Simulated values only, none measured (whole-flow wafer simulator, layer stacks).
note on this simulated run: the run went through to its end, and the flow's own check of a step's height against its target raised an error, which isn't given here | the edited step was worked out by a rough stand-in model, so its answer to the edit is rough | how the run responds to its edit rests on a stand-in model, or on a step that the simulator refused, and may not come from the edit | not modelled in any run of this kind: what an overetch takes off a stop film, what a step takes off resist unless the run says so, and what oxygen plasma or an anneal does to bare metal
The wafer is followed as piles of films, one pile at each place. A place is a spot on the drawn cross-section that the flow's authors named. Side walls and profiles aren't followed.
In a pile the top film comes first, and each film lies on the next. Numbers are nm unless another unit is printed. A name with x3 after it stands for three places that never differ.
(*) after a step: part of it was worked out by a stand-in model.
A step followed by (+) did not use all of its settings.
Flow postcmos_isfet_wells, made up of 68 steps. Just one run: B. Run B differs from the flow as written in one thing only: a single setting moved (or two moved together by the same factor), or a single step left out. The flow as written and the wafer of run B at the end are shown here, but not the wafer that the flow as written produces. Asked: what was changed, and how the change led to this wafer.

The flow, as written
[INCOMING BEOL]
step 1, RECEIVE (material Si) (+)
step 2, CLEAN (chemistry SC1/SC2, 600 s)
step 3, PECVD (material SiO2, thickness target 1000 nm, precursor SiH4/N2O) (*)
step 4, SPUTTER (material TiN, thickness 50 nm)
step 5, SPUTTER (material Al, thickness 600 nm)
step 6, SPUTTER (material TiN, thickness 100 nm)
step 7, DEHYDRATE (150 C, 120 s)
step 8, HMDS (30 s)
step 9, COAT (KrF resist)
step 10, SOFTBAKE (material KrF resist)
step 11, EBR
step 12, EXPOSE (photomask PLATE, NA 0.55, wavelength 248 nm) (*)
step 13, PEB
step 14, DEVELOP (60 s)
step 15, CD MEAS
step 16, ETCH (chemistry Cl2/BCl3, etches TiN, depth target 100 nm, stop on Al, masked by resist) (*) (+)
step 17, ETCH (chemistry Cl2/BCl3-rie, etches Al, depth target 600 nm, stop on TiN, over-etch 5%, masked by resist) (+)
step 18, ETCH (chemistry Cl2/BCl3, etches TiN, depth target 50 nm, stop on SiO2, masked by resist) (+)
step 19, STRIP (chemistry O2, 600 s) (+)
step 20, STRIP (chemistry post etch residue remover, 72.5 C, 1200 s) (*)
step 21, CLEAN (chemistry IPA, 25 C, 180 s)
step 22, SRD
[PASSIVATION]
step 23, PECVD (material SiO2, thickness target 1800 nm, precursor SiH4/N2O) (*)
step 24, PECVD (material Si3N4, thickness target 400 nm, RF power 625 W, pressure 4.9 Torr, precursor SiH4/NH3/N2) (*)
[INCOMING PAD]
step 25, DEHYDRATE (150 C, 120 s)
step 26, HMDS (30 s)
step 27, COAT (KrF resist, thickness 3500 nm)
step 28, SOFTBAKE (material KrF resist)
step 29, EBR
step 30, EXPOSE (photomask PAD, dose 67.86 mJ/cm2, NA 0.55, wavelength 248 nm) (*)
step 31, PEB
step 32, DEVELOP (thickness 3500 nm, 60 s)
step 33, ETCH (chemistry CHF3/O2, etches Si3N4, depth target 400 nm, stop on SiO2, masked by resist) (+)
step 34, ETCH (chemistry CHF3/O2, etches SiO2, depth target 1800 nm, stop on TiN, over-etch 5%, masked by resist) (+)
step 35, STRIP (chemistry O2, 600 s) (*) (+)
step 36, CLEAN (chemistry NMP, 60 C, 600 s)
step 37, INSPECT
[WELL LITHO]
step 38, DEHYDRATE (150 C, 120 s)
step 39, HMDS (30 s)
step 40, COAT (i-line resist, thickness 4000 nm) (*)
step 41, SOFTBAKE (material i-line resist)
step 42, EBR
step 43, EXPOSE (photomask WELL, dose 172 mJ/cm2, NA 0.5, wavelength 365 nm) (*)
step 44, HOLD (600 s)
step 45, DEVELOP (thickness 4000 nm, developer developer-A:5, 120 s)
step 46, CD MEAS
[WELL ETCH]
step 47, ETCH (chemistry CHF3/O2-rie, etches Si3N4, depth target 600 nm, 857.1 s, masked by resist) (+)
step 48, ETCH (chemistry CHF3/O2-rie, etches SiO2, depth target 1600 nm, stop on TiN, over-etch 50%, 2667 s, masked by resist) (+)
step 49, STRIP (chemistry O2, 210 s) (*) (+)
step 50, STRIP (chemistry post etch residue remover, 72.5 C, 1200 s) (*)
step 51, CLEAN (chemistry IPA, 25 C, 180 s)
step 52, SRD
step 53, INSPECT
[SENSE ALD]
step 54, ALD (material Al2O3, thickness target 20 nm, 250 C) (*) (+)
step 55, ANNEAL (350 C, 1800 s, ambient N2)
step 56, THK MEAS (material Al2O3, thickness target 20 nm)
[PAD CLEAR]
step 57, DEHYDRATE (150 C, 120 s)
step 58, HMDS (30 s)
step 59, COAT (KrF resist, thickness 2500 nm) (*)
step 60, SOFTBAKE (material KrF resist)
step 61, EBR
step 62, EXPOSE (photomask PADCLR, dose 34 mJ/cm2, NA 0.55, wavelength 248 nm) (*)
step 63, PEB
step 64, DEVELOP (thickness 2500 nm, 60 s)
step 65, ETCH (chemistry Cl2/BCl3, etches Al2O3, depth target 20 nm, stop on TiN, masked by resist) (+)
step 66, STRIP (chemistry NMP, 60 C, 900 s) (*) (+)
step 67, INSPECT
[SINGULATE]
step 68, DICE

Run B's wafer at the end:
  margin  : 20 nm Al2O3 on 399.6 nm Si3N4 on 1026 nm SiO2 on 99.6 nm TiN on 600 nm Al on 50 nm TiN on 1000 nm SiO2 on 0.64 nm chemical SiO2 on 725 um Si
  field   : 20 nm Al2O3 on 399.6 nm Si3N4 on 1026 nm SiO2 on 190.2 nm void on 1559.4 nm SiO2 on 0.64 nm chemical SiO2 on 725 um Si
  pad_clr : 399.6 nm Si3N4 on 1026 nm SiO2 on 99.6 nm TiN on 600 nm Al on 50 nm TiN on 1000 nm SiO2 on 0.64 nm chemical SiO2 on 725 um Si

The reason: step 23, PECVD: thickness target 1026 nm was run, while the flow as written has thickness target 1800 nm.
One can read it off the wafer: margin has SiO2 1026, and step 23 as written asks for 1800 nm.

How this came from the change, step by step:
  step 23, PECVD (material SiO2, thickness target 1800 nm, precursor SiH4/N2O) (*)
      margin, well900, well1300 x3, pad_rim, pad_clr, pad_open: SiO2 gains 1026 (new film) (as written it would have been: SiO2 gains 1800 (new film))
      field: SiO2 gains 1026 (new film), void gains 190.2 (new film), SiO2 gains 559.4 (as written it would have been: SiO2 gains 1800 (new film), void gains 189.9 (new film), SiO2 gains 559.7)
  step 34, ETCH (chemistry CHF3/O2, etches SiO2, depth target 1800 nm, stop on TiN, over-etch 5%, masked by resist) (+)
      field, margin, well900, well1300 x3, pad_rim, pad_clr: KrF resist loses 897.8 (as written it would have been: KrF resist loses 1500)
      pad_open: SiO2 loses 1026 (all of it) (as written it would have been: SiO2 loses 1800 (all of it))
  step 35, STRIP (chemistry O2, 600 s) (*) (+)
      field, margin, well900, well1300 x3, pad_rim, pad_clr: KrF resist loses 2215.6 (all of it) (as written it would have been: KrF resist loses 1613.3 (all of it))
  step 40, COAT (i-line resist, thickness 4000 nm) (*)
      pad_clr: i-line resist gains 3503.9 (new film) (as written it would have been: i-line resist gains 3256.8 (new film))
      pad_open: i-line resist gains 4525.4 (new film) (as written it would have been: i-line resist gains 4804.7 (new film))
  step 41, SOFTBAKE (material i-line resist)
      pad_clr: i-line resist loses 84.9 (as written it would have been: i-line resist loses 156.7)
      pad_open: i-line resist gains 78.7 (as written it would have been: i-line resist gains 115.3)
  step 48, ETCH (chemistry CHF3/O2-rie, etches SiO2, depth target 1600 nm, stop on TiN, over-etch 50%, 2667 s, masked by resist) (+)
      well900, well1300 x3: SiO2 loses 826 (all of it) (as written it would have been: SiO2 loses 1600 (all of it))
  step 49, STRIP (chemistry O2, 210 s) (*) (+)
      pad_clr: i-line resist loses 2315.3 (all of it) (as written it would have been: i-line resist loses 1996.5 (all of it))
      pad_open: i-line resist loses 3500.4 (all of it) (as written it would have been: i-line resist loses 3816.3 (all of it))
  step 59, COAT (KrF resist, thickness 2500 nm) (*)
      field: KrF resist gains 1818.7 (new film) (as written it would have been: KrF resist gains 1449 (new film))
      margin: KrF resist gains 1818.7 (new film) (as written it would have been: KrF resist gains 1448.9 (new film))
      (as well as at 3 more places)
  step 60, SOFTBAKE (material KrF resist)
      pad_clr: KrF resist loses 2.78 (as written it would have been: KrF resist loses 3.77)
  step 63, PEB
      field, margin: KrF resist loses 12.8 (as written it would have been: KrF resist loses 10.1)
      pad_rim: KrF resist loses 15.2 (as written it would have been: KrF resist loses 13.9)
      (as well as at 2 more places)
  step 64, DEVELOP (thickness 2500 nm, 60 s)
      pad_clr: KrF resist loses 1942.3 (all of it) (as written it would have been: KrF resist loses 1676 (all of it))
      pad_open: KrF resist loses 2848.4 (all of it) (as written it would have been: KrF resist loses 3045.1 (all of it))
  step 66, STRIP (chemistry NMP, 60 C, 900 s) (*) (+)
      field, margin: KrF resist loses 1767.2 (all of it) (as written it would have been: KrF resist loses 1400.1 (all of it))
      pad_rim: KrF resist loses 2101.8 (all of it) (as written it would have been: KrF resist loses 1923.7 (all of it))
